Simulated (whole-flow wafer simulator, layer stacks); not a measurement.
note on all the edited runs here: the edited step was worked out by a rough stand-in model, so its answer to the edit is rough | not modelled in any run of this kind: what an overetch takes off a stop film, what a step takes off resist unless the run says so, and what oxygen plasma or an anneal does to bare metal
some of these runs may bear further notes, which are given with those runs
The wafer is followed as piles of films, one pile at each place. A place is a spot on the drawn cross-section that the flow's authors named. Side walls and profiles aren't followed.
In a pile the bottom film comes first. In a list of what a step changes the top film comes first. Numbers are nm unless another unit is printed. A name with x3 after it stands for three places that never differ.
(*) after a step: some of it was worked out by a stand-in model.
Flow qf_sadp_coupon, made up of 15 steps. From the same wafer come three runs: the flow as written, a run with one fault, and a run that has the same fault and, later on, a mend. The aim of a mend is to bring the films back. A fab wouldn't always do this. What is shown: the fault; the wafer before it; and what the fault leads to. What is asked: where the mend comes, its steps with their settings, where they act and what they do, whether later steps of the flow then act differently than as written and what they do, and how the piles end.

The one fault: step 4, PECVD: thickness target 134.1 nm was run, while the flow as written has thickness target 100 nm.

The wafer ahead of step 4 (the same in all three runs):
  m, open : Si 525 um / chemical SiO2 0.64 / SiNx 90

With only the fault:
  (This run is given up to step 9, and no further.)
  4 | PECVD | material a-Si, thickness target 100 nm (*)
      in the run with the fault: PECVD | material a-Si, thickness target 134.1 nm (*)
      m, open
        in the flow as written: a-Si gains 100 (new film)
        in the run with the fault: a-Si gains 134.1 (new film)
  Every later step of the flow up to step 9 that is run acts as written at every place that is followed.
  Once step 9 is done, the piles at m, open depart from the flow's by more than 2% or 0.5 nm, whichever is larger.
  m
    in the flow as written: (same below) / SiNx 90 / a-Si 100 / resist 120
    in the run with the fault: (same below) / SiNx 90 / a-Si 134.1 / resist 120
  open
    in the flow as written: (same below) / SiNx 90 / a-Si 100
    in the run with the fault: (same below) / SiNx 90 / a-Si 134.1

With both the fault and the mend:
  After step 4 comes the mend.
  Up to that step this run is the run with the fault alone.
  4a | ETCH | chemistry tmah, depth target 154.2 nm
      m, open
        a-Si loses 134.1 (all of it)
  4b | PECVD | material a-Si, thickness target 100 nm (*) (a further turn of the flow's step 4)
      m, open
        a-Si gains 100 (new film)
  Every later step of the flow that is run acts as written at every place that is followed.
  The piles end the same as the flow's at every place that both follow.
